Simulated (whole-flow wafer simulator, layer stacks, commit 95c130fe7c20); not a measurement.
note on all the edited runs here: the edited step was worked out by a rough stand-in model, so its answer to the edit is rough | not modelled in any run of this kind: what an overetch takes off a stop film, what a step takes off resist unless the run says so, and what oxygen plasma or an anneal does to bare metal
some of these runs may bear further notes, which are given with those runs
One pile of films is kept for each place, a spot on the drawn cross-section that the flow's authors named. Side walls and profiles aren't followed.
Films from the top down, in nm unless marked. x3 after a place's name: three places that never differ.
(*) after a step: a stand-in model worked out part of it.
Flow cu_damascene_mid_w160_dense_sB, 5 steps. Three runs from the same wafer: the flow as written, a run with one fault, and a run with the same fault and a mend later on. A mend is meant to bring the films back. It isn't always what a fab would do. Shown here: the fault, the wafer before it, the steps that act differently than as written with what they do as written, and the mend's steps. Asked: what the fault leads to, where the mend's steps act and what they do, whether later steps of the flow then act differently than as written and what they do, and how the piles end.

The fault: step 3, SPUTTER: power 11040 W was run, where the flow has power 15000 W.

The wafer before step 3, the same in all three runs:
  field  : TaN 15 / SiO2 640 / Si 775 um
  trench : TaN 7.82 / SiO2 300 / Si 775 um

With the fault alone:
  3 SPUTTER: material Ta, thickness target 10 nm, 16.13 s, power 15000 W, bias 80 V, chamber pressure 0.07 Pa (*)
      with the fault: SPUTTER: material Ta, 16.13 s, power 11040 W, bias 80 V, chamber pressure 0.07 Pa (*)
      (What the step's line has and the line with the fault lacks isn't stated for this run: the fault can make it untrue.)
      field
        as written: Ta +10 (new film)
        with the fault: Ta +7.36 (new film)
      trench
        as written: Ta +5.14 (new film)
        with the fault: Ta +3.63 (new film)
  No later step of the flow acts differently than as written, at any place that is followed, by more than 2% or 0.5 nm, whichever is larger.
  At the end the piles differ from the flow's by more than 2% or 0.5 nm, whichever is larger, at field, trench.
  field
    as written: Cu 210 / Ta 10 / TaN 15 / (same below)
    with the fault: Cu 210 / Ta 7.36 / TaN 15 / (same below)
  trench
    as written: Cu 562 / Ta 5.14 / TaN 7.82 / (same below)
    with the fault: Cu 560.9 / Ta 3.63 / TaN 7.82 / (same below)

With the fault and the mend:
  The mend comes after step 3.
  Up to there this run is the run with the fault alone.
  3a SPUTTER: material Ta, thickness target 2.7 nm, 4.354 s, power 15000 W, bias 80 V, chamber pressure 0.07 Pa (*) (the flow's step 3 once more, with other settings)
      field
        Ta +2.7
      trench
        Ta +1.36
  No later step of the flow acts differently than as written, at any place that is followed, by more than 2% or 0.5 nm, whichever is larger.
  At the end the piles differ from the flow's only slightly at the places that both follow, by at most 2% or 0.5 nm, whichever is larger.
